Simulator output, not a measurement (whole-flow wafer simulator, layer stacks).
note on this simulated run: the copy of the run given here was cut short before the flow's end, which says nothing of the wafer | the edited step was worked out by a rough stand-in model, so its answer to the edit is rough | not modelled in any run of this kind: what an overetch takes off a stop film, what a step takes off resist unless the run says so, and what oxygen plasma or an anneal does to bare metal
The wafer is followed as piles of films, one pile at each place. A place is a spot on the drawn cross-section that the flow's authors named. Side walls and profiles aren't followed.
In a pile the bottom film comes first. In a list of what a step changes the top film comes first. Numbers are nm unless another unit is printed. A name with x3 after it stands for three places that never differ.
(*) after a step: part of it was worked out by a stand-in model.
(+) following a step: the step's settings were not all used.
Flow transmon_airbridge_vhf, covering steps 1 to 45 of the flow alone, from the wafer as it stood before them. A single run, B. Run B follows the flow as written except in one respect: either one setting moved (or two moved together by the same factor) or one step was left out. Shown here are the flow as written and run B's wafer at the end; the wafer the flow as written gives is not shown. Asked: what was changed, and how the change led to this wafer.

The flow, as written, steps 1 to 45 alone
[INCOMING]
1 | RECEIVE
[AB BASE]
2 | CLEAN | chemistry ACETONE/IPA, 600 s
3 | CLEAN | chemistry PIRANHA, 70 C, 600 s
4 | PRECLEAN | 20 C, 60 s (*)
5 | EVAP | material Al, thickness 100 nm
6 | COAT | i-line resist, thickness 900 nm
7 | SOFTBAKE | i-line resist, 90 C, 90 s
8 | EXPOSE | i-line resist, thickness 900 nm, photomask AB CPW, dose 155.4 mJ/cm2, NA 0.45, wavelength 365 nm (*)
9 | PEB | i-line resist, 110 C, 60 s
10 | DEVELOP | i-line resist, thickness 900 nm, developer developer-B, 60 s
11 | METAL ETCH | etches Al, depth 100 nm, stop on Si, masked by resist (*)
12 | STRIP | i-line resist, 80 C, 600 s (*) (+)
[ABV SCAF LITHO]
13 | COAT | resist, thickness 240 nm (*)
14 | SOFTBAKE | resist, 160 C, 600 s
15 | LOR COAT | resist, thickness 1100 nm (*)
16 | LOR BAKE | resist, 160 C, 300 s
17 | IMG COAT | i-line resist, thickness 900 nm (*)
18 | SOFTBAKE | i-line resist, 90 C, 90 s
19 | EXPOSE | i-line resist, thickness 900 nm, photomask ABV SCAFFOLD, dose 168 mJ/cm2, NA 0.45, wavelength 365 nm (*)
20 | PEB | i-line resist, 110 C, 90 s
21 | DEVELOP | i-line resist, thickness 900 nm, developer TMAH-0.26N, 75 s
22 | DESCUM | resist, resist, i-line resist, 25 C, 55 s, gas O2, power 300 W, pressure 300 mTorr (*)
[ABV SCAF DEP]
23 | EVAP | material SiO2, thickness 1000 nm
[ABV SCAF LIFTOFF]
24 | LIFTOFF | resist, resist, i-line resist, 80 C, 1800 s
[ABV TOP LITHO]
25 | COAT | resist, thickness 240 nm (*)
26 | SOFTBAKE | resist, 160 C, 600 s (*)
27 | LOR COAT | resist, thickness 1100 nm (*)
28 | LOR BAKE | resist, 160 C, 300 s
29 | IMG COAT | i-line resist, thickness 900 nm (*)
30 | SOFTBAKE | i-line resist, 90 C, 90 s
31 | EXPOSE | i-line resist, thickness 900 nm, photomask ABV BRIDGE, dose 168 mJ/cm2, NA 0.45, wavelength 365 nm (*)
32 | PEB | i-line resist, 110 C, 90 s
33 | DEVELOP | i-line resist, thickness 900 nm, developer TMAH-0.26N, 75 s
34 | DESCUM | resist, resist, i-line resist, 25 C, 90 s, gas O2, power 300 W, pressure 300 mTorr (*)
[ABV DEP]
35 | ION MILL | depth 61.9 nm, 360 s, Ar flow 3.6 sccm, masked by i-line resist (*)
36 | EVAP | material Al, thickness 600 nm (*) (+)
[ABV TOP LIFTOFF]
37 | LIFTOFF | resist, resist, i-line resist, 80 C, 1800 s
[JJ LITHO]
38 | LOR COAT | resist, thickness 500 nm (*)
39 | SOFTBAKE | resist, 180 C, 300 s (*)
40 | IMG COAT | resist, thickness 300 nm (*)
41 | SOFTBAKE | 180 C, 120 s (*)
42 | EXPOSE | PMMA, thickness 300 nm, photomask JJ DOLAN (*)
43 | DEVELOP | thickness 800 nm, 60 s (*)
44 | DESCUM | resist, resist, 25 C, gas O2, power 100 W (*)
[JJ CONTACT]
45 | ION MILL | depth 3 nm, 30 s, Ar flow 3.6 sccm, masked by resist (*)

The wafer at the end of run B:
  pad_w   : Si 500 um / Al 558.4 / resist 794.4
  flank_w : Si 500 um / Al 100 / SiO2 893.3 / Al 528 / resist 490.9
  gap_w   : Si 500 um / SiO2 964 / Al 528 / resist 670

The reason: step 36, EVAP: thickness 528 nm was run, though the flow has thickness 600 nm.
One can read it off the wafer: flank_w has Al 528, and step 36 as written asks for 600 nm.

Step by step, how the change led to this:
  36 | EVAP | material Al, thickness 600 nm (*) (+)
      field x3, jj_line, ground_far and 10 more: Al gains 528 (new film) (as written it would have been: Al gains 600 (new film))
      pad_w, pad_e: Al gains 520.3 (as written it would have been: Al gains 591.2)
  37 | LIFTOFF | resist, resist, i-line resist, 80 C, 1800 s
      field x3, jj_line, trace_open_s x2: Al loses 528 (all of it), i-line resist loses 600 (all of it), resist loses 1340 (all of it) (as written it would have been: Al loses 600 (all of it), i-line resist loses 600 (all of it), resist loses 1340 (all of it))
      margin_s, margin_n: Al loses 528 (all of it), i-line resist loses 318.3 (all of it), resist loses 992 (all of it) (as written it would have been: Al loses 600 (all of it), i-line resist loses 318.3 (all of it), resist loses 992 (all of it))
      (also at 1 further place)
  38 | LOR COAT | resist, thickness 500 nm (*)
      bridge_strip: resist gains 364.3 (new film) (as written it would have been: resist gains 356.4 (new film))
  40 | IMG COAT | resist, thickness 300 nm (*)
      bridge_strip: resist gains 201.3 (as written it would have been: resist gains 197.1)
